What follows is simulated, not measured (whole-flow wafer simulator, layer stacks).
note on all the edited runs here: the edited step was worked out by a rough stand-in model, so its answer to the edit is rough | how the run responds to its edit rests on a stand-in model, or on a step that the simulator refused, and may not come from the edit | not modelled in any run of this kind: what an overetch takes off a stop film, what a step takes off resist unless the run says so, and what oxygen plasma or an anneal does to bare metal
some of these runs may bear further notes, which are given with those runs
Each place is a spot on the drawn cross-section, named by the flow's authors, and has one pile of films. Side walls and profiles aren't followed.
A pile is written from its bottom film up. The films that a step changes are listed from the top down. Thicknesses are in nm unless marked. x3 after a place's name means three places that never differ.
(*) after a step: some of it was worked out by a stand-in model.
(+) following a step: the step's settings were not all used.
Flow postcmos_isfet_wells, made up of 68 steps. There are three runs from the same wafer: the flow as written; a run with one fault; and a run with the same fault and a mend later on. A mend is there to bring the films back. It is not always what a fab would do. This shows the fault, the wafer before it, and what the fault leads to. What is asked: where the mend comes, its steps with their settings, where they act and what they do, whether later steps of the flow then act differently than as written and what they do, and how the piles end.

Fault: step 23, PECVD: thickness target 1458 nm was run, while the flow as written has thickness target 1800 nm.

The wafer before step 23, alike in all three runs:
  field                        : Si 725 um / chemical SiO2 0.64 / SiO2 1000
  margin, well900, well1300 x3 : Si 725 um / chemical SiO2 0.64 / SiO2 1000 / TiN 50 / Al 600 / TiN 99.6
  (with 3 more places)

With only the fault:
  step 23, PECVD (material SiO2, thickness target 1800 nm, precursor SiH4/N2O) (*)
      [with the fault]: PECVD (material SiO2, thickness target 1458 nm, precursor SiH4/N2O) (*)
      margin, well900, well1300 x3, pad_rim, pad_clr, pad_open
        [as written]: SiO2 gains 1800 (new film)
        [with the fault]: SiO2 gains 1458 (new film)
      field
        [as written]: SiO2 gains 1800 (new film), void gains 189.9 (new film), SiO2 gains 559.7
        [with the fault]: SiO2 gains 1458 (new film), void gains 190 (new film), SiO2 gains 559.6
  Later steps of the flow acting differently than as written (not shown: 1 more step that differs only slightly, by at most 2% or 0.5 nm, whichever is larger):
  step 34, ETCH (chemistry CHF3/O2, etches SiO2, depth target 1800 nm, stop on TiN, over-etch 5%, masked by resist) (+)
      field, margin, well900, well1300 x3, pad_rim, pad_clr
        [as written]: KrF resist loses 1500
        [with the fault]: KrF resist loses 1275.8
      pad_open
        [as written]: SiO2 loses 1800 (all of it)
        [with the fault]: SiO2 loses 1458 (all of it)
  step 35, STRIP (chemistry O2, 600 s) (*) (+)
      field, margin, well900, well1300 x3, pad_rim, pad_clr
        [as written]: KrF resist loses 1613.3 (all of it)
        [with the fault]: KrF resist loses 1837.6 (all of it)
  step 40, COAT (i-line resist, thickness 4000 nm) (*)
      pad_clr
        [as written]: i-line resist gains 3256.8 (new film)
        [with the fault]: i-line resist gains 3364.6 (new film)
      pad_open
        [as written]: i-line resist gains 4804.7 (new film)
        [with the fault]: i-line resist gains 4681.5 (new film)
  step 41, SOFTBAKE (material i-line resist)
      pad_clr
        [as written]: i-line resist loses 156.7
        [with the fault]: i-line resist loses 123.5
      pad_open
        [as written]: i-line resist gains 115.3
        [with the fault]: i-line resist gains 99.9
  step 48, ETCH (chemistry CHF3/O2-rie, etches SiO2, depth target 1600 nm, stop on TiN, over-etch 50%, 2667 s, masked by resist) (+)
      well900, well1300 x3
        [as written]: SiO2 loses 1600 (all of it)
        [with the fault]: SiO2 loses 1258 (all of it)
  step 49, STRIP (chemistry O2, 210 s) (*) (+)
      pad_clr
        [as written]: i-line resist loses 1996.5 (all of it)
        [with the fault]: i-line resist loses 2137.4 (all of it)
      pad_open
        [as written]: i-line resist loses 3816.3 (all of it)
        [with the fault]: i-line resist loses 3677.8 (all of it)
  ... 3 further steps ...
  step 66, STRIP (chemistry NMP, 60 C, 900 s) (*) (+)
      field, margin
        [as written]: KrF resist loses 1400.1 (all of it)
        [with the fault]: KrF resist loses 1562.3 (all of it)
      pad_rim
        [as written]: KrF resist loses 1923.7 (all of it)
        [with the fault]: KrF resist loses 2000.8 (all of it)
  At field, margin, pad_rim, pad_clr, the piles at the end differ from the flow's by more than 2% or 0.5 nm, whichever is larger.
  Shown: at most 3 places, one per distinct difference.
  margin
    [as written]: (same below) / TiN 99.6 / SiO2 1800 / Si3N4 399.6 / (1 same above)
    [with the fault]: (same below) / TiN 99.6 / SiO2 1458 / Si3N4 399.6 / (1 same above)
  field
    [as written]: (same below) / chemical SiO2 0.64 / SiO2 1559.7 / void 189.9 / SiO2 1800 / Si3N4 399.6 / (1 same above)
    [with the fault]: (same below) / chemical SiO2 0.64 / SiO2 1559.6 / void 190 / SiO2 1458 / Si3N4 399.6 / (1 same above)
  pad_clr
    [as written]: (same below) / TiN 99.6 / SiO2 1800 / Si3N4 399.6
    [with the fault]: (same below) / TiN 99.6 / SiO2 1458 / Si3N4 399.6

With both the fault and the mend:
  After step 23 comes the mend.
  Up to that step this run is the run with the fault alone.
  step 23a, PECVD (material SiO2, thickness target 342 nm, precursor SiH4/N2O) (*) (the flow's step 23, run once more with other settings)
      field, margin, well900, well1300 x3, pad_rim, pad_clr, pad_open
        SiO2 gains 342
  None of the later steps of the flow acts differently than as written at any place that is followed.
  At the end the piles are close to the flow's at the places that both follow, differing by at most 2% or 0.5 nm, whichever is larger.
